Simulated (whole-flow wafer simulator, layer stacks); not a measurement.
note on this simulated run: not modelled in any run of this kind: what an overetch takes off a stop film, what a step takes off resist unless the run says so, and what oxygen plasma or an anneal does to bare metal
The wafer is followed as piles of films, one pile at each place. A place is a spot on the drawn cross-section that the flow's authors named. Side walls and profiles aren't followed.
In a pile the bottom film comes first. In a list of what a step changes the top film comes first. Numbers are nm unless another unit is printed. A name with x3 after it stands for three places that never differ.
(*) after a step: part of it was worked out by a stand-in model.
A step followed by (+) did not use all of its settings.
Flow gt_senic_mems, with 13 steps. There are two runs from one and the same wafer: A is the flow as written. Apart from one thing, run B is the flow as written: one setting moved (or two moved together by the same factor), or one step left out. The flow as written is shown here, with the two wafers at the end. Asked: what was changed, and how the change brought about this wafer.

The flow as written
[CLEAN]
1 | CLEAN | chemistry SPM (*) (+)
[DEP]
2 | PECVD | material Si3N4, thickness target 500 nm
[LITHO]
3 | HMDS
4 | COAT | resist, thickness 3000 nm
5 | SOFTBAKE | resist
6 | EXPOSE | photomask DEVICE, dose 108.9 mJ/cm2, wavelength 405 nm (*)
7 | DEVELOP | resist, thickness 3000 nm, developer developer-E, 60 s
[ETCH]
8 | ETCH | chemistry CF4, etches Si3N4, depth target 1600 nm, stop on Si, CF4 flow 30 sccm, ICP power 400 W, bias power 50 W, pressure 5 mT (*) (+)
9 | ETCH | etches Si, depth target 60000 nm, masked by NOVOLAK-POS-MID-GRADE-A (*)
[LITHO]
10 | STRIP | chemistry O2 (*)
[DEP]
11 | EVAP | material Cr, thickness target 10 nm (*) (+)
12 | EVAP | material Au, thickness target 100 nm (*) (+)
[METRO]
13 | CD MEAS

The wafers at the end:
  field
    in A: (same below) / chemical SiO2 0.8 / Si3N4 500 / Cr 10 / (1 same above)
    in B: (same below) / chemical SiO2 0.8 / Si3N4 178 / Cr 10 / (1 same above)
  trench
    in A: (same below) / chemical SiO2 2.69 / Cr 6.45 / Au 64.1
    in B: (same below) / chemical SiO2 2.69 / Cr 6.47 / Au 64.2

Cause: step 2, PECVD: thickness target 178 nm was run, while the flow as written has thickness target 500 nm.
The wafer lets one read it off: field has Si3N4 178, and step 2 as written asks for 500 nm.

Step by step, how the change led to this:
  2 | PECVD | material Si3N4, thickness target 500 nm
      field, trench: A +500 Si3N4 (new film) | B +178 Si3N4 (new film)
  8 | ETCH | chemistry CF4, etches Si3N4, depth target 1600 nm, stop on Si, CF4 flow 30 sccm, ICP power 400 W, bias power 50 W, pressure 5 mT (*) (+)
      field: A -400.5 resist | B -185.9 resist
      trench: A -500 Si3N4 (all of it), -0.8 chemical SiO2 (all of it) | B -178 Si3N4 (all of it), -0.8 chemical SiO2 (all of it)
  10 | STRIP | chemistry O2 (*)
      field: A -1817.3 resist (all of it) | B -2032 resist (all of it)
